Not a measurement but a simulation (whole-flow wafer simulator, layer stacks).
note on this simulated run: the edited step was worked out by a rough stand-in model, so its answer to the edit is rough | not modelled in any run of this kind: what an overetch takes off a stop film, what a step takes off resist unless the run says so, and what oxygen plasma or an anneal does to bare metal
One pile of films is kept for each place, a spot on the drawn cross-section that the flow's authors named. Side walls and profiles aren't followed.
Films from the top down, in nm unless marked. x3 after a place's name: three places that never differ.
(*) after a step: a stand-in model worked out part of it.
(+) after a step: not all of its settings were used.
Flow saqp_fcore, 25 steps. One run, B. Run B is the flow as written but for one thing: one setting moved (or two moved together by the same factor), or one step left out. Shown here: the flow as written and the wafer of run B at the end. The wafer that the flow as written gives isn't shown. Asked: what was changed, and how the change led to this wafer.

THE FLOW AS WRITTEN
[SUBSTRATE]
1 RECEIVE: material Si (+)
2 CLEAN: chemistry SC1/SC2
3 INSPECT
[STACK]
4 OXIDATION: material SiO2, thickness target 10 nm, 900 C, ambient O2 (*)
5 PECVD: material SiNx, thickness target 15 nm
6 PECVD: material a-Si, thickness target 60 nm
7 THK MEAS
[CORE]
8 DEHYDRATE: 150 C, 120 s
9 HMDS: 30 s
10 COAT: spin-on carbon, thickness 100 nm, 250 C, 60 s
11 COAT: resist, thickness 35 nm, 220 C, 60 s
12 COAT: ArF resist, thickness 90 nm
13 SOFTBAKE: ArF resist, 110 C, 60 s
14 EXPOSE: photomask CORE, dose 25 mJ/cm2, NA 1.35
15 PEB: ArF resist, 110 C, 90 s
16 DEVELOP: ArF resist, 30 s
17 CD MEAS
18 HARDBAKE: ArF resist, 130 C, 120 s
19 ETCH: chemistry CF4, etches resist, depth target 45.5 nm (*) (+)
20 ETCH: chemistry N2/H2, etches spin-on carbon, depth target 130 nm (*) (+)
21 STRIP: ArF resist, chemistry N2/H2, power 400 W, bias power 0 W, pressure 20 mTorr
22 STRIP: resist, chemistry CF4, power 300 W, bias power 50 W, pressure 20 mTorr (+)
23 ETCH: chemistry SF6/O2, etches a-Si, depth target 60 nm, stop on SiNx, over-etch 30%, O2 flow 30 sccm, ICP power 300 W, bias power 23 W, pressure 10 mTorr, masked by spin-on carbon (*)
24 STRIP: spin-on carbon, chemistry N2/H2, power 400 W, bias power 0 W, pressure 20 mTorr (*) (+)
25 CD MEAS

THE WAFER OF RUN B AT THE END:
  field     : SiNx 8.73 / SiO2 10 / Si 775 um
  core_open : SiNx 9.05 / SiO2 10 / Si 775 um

The cause: step 23, ETCH: over-etch 45% was run, where the flow has over-etch 30%.

How the change led to this, step by step:
  23 ETCH: chemistry SF6/O2, etches a-Si, depth target 60 nm, stop on SiNx, over-etch 30%, O2 flow 30 sccm, ICP power 300 W, bias power 23 W, pressure 10 mTorr, masked by spin-on carbon (*)
      field: a-Si -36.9 (all of it), SiNx -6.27 (as written it would be: a-Si -36.9 (all of it), SiNx -5.14)
      core_open: a-Si -39.4 (all of it), SiNx -5.95 (as written it would be: a-Si -39.4 (all of it), SiNx -4.82)
      (and at 1 more place)
